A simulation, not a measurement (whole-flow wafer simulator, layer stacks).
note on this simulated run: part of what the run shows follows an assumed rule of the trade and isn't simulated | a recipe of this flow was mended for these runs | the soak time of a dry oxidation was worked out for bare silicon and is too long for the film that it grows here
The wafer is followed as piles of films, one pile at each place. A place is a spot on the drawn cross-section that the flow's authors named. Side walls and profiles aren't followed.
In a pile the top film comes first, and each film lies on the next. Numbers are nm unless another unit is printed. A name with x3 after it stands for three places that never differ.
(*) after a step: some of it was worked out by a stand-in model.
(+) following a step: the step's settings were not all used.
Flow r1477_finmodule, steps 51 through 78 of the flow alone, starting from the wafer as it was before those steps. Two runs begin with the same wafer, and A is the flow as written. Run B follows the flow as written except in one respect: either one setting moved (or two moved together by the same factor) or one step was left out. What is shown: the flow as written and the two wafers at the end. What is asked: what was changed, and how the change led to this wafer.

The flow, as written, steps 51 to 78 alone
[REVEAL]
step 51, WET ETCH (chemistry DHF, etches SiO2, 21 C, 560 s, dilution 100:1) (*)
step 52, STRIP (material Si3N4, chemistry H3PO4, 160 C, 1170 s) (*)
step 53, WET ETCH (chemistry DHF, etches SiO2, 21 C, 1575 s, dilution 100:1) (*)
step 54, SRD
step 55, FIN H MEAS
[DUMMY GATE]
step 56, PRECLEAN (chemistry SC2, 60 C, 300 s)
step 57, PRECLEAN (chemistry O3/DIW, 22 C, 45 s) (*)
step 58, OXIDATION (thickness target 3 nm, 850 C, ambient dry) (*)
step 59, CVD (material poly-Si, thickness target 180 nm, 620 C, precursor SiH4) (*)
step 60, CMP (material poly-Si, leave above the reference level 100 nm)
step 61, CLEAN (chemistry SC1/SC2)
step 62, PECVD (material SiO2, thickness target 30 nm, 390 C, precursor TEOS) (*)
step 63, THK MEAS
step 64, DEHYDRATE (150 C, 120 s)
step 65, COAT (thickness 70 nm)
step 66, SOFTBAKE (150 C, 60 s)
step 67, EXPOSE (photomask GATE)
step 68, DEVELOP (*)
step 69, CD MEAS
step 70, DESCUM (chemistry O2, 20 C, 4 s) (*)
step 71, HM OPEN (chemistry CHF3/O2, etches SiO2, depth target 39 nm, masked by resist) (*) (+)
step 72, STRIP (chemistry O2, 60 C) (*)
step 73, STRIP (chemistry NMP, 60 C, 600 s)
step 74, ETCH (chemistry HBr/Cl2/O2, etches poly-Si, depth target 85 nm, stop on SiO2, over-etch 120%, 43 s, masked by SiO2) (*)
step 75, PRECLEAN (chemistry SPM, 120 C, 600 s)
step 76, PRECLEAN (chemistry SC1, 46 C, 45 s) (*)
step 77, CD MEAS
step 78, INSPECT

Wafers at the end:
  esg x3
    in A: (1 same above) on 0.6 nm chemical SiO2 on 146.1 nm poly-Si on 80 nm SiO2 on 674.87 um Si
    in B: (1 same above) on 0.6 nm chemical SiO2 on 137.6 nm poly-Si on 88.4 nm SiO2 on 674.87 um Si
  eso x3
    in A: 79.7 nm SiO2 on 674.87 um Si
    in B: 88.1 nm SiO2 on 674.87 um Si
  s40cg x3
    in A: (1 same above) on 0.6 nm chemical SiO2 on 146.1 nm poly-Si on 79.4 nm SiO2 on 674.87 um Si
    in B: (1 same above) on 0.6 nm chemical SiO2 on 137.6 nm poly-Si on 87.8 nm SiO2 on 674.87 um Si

The reason: step 51, WET ETCH: 392 s was run, whereas the flow has 560 s.

How this came from the change, step by step:
  step 51, WET ETCH (chemistry DHF, etches SiO2, 21 C, 560 s, dilution 100:1) (*)
      elg x4, elo x4: A -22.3 SiO2 (all of it), -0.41 Si3N4 | B -19.7 SiO2
      esg x3, e200sg, s40cg x3, s40sg x3, eso x3, e200so, s40co x3, s40so x3: A -28.1 SiO2 | B -19.7 SiO2
      (also at 2 further places)
  step 52, STRIP (material Si3N4, chemistry H3PO4, 160 C, 1170 s) (*)
      elg x4, elo x4: A -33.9 Si3N4 (all of it), -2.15 SiO2 | B -2.6 SiO2 (all of it), -34.3 Si3N4 (all of it), -0.18 SiO2
  step 53, WET ETCH (chemistry DHF, etches SiO2, 21 C, 1575 s, dilution 100:1) (*)
      elg x4, elo x4: A -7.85 SiO2 (all of it) | B -9.82 SiO2 (all of it)
  step 59, CVD (material poly-Si, thickness target 180 nm, 620 C, precursor SiH4) (*)
      esg x3, s40cg x3, s40sg x3, eso x3, s40co x3, s40so x3: A +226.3 poly-Si (new film) | B +217.9 poly-Si (new film)
      e200sg, e200so: A +219.2 poly-Si (new film) | B +210.8 poly-Si (new film)
  step 60, CMP (material poly-Si, leave above the reference level 100 nm)
      pad, padg: A -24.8 poly-Si | B -33.9 poly-Si
  step 74, ETCH (chemistry HBr/Cl2/O2, etches poly-Si, depth target 85 nm, stop on SiO2, over-etch 120%, 43 s, masked by SiO2) (*)
      eso x3, e200so, s40co x3, s40so x3: A -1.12 chemical SiO2 (all of it), -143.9 poly-Si (all of it), -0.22 SiO2 | B -1.12 chemical SiO2 (all of it), -135.5 poly-Si (all of it), -0.26 SiO2
      pad: A -1.12 chemical SiO2 (all of it), -152.8 poly-Si (all of it), -0.17 SiO2 | B -1.12 chemical SiO2 (all of it), -143.7 poly-Si (all of it), -0.22 SiO2
